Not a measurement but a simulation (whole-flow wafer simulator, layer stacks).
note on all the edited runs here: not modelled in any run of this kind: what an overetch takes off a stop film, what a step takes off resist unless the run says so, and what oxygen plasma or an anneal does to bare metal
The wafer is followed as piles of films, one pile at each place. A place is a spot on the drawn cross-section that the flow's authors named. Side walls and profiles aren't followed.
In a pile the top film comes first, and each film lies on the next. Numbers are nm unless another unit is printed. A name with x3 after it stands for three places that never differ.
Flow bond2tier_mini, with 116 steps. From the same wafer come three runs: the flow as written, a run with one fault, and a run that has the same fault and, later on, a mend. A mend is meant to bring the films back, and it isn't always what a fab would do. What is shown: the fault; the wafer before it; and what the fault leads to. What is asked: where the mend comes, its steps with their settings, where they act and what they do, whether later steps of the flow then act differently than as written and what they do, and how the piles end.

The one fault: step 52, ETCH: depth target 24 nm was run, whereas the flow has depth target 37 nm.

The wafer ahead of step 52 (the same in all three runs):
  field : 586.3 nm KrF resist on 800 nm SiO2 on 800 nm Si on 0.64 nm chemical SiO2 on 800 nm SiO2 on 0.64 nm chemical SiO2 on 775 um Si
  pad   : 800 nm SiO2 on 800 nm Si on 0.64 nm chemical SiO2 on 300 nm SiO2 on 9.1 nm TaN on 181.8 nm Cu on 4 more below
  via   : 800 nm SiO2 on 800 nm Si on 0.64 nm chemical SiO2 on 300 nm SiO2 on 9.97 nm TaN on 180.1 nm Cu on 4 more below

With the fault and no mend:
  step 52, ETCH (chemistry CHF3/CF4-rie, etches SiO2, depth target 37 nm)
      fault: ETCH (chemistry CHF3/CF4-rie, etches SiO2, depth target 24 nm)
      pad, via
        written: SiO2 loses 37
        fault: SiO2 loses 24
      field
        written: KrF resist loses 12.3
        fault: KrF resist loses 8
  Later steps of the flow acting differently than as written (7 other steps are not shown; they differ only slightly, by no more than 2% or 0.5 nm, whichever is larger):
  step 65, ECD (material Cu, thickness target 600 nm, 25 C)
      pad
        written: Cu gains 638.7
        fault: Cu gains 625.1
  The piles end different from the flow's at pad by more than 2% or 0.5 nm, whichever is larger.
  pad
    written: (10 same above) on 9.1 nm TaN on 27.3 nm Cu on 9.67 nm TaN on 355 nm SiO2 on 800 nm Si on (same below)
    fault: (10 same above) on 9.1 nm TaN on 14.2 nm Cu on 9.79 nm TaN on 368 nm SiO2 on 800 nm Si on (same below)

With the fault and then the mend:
  After step 52 comes the mend.
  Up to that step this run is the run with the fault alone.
  step 52a, ETCH (chemistry CHF3/CF4-rie, etches SiO2, depth target 13 nm) (the flow's step 52 again, with other settings)
      pad, via
        SiO2 loses 13
      field
        KrF resist loses 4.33
  Every later step of the flow that is run acts as written at every place that is followed.
  The piles end the same as the flow's at every place that both follow.
